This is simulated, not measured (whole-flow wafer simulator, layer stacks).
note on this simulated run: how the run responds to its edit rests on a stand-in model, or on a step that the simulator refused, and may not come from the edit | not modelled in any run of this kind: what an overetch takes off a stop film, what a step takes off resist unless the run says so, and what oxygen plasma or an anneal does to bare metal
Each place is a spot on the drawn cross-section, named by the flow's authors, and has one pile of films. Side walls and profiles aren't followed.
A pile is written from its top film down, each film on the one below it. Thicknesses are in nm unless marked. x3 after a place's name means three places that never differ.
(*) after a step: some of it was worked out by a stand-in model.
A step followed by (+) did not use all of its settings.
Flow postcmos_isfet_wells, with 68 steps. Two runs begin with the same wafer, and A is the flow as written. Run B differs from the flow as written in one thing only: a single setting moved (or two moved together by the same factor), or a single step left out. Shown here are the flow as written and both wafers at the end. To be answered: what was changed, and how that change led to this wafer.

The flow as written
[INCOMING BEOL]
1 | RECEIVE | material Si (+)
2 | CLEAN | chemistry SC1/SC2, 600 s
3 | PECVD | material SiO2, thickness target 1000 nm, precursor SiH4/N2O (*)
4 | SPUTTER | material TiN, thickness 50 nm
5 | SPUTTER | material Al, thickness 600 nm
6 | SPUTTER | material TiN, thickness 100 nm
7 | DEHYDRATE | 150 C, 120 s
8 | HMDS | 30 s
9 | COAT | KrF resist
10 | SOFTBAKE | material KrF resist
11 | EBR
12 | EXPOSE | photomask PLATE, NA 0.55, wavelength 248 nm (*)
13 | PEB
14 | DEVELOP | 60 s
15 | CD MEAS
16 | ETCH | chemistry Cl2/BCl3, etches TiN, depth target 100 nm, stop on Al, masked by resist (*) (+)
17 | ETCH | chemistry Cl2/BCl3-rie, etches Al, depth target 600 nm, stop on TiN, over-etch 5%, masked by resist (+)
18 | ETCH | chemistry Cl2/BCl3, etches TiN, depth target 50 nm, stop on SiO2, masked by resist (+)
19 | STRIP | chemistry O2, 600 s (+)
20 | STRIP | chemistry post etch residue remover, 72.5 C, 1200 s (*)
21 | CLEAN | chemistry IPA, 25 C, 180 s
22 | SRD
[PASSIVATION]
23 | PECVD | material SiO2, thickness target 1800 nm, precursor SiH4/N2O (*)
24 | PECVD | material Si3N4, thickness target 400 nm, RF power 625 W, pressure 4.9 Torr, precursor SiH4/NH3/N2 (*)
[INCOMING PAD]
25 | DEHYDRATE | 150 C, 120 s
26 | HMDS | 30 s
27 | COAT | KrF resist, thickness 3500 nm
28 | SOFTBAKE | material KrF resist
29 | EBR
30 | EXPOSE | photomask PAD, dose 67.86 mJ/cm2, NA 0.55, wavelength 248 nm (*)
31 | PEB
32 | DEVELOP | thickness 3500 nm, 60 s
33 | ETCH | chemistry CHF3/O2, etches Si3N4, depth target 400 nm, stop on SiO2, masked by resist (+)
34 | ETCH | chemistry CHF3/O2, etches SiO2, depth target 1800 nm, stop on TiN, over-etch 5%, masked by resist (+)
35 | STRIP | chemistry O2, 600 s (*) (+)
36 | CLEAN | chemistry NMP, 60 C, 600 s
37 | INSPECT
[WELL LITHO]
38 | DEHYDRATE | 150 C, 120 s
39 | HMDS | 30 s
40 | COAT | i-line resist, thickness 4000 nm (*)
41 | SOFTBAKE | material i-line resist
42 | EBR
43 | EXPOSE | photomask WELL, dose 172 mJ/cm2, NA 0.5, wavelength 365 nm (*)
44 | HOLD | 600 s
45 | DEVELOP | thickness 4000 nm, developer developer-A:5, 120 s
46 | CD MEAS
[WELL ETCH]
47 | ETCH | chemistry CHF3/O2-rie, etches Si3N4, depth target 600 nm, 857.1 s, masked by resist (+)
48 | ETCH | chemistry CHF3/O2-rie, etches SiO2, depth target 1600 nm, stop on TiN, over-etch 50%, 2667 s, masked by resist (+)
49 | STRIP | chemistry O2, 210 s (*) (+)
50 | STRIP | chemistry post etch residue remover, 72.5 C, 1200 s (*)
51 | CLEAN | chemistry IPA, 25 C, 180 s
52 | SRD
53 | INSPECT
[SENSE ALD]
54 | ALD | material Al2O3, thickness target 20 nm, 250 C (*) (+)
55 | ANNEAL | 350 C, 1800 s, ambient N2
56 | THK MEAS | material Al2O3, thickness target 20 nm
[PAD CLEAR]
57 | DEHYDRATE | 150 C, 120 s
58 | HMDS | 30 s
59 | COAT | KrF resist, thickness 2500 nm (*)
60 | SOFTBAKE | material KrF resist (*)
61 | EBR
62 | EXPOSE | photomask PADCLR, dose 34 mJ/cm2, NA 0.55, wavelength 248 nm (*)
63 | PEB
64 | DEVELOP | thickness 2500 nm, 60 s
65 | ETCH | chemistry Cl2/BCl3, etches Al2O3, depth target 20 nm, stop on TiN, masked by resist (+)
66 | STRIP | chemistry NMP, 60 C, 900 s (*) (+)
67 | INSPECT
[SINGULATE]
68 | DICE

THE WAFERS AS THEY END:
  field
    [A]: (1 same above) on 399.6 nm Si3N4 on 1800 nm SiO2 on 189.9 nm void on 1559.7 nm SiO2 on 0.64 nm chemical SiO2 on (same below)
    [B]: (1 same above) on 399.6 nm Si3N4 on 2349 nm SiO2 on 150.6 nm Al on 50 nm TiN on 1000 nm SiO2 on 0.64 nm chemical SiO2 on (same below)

The reason: step 17, ETCH: depth target 393.7 nm was run, though the flow has depth target 600 nm.

How this came from the change, step by step:
  17 | ETCH | chemistry Cl2/BCl3-rie, etches Al, depth target 600 nm, stop on TiN, over-etch 5%, masked by resist (+)
      field: A Al loses 600 (all of it) | B Al loses 393.7
      margin, well900, well1300, well2000, well3000, pad_rim, pad_clr, pad_open: A KrF resist loses 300 | B KrF resist loses 196.9
  18 | ETCH | chemistry Cl2/BCl3, etches TiN, depth target 50 nm, stop on SiO2, masked by resist (+)
      field: A TiN loses 50 (all of it) | B Al loses 50
  19 | STRIP | chemistry O2, 600 s (+)
      margin, well900, well1300, well2000, well3000, pad_rim, pad_clr, pad_open: A KrF resist loses 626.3 (all of it) | B KrF resist loses 729.4 (all of it)
  20 | STRIP | chemistry post etch residue remover, 72.5 C, 1200 s (*)
      field: A nothing | B Al loses 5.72
  23 | PECVD | material SiO2, thickness target 1800 nm, precursor SiH4/N2O (*)
      field: A SiO2 gains 1800 (new film), void gains 189.9 (new film), SiO2 gains 559.7 | B SiO2 gains 2349 (new film)
If metal films that touch count as one body, field has 1 body; the flow as written gives 0 bodies.
